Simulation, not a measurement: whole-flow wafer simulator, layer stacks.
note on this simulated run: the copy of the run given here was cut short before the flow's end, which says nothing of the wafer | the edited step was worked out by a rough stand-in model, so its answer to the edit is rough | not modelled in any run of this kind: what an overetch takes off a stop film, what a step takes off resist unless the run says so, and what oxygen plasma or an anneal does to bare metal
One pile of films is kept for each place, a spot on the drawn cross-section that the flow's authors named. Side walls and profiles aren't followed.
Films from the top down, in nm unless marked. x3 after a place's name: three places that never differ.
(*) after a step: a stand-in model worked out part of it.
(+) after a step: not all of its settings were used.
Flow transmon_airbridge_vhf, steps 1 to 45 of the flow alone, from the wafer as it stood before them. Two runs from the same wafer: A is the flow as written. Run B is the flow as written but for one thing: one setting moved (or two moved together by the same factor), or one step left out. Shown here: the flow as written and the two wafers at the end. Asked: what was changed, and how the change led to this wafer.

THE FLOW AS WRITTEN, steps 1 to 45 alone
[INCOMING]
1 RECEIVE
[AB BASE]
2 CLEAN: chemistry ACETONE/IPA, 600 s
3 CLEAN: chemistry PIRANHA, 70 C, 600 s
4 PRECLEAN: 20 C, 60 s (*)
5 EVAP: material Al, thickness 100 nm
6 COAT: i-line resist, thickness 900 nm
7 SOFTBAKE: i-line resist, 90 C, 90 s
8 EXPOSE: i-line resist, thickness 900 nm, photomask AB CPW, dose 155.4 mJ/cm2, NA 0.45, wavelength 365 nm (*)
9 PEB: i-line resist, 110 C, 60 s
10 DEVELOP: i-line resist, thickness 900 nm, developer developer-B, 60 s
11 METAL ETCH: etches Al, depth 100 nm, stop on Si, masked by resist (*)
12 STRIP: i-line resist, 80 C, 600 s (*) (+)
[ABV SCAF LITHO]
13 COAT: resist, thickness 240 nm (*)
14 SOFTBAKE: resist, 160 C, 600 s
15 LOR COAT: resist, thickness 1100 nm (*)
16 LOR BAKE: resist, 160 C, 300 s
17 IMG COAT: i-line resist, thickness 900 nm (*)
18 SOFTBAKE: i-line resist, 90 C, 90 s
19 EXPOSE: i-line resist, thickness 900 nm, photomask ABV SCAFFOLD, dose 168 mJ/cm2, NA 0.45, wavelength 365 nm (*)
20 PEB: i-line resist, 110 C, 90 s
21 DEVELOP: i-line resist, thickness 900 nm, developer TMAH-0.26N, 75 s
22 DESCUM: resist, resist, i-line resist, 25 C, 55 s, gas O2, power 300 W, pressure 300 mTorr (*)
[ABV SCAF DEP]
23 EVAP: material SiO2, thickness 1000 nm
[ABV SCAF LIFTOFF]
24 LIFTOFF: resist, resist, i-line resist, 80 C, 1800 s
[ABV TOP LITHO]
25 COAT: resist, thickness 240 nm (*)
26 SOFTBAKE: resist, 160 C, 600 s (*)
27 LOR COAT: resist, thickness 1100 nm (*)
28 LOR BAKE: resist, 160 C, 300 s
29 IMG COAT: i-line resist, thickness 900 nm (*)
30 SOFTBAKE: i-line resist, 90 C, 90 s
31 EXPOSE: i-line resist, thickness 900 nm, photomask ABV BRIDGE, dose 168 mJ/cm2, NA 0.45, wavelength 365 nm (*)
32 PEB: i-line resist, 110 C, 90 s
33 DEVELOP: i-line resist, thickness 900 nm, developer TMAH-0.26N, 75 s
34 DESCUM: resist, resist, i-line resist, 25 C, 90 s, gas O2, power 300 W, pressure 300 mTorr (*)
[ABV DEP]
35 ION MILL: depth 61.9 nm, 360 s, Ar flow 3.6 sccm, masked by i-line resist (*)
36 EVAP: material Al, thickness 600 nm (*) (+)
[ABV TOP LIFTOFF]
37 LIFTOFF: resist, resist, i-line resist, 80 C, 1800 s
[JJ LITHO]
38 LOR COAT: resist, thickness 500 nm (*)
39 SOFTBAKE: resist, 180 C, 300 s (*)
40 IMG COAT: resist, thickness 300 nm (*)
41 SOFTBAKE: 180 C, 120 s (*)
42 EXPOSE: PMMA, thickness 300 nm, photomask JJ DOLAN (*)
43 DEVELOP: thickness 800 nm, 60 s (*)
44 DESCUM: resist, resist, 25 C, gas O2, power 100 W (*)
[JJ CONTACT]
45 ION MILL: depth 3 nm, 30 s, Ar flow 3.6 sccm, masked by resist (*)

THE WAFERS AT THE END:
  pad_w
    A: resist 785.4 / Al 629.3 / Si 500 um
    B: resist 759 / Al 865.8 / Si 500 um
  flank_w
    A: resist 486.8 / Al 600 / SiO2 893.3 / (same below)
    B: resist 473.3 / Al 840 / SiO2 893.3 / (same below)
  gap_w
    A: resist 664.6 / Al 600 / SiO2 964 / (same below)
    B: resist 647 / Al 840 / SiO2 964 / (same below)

The cause: step 36, EVAP: thickness 840 nm was run, where the flow has thickness 600 nm.
It can be read off the wafer: flank_w has Al 840, and step 36 as written asks for 600 nm.

How the change led to this, step by step:
  36 EVAP: material Al, thickness 600 nm (*) (+)
      field x3, jj_line, ground_far and 10 more: A Al +600 (new film) | B Al +840 (new film)
      pad_w, pad_e: A Al +591.2 | B Al +827.7
  37 LIFTOFF: resist, resist, i-line resist, 80 C, 1800 s
      field x3, jj_line, trace_open_s x2: A Al -600 (all of it), i-line resist -600 (all of it), resist -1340 (all of it) | B Al -840 (all of it), i-line resist -600 (all of it), resist -1340 (all of it)
      margin_s, margin_n: A Al -600 (all of it), i-line resist -318.3 (all of it), resist -992 (all of it) | B Al -840 (all of it), i-line resist -318.3 (all of it), resist -992 (all of it)
      (and at 1 more place)
  38 LOR COAT: resist, thickness 500 nm (*)
      pad_w, pad_e: A resist +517 (new film) | B resist +500.2 (new film)
      gap_w, gap_e: A resist +450.7 (new film) | B resist +441.1 (new film)
      (and at 4 more places)
  40 IMG COAT: resist, thickness 300 nm (*)
      pad_w, pad_e: A resist +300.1 | B resist +290.6
      flank_w, flank_e: A resist +212.1 | B resist +204.3
      (and at 4 more places)
